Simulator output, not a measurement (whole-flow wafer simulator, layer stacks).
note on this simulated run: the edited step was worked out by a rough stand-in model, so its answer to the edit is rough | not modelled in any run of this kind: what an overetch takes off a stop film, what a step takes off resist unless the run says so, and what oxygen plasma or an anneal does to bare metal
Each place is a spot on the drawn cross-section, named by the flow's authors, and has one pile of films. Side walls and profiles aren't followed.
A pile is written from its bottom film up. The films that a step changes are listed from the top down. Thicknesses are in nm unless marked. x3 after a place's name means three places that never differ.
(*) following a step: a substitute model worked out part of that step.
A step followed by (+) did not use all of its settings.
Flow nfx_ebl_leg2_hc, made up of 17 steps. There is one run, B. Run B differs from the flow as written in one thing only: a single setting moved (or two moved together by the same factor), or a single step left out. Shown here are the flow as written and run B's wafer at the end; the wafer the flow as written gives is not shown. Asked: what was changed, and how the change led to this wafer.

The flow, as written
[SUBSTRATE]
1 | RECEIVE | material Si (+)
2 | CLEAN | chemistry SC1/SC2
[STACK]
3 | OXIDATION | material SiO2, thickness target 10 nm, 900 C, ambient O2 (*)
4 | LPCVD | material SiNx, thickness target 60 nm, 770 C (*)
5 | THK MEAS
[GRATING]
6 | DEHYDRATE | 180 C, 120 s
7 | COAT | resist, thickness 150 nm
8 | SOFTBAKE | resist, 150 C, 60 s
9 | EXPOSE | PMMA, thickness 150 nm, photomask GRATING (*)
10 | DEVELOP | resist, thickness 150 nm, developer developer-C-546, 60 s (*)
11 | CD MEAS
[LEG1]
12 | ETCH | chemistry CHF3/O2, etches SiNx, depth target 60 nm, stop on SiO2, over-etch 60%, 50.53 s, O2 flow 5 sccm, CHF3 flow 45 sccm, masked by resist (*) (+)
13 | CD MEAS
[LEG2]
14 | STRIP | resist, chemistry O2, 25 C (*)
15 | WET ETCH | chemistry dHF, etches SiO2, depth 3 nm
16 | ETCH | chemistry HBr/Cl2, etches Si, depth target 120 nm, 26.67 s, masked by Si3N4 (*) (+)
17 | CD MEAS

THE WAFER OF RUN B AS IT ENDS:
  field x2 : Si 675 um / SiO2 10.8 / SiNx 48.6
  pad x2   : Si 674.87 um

What caused this: step 3, OXIDATION: thickness target 10.8 nm was run, whereas the flow has thickness target 10 nm.
One can read it off the wafer: field x2 has SiO2 10.8, and step 3 as written asks for 10 nm.

Step by step, how the change led to this:
  3 | OXIDATION | material SiO2, thickness target 10 nm, 900 C, ambient O2 (*)
      field x2, pad x2: SiO2 gains 10.8 (new film), chemical SiO2 loses 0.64 (all of it), Si loses 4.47 (as written it would have been: SiO2 gains 10 (new film), chemical SiO2 loses 0.64 (all of it), Si loses 4.12)
  12 | ETCH | chemistry CHF3/O2, etches SiNx, depth target 60 nm, stop on SiO2, over-etch 60%, 50.53 s, O2 flow 5 sccm, CHF3 flow 45 sccm, masked by resist (*) (+)
      pad x2: SiNx loses 60 (all of it), SiO2 loses 10.8 (all of it) (as written it would have been: SiNx loses 60 (all of it), SiO2 loses 10 (all of it))
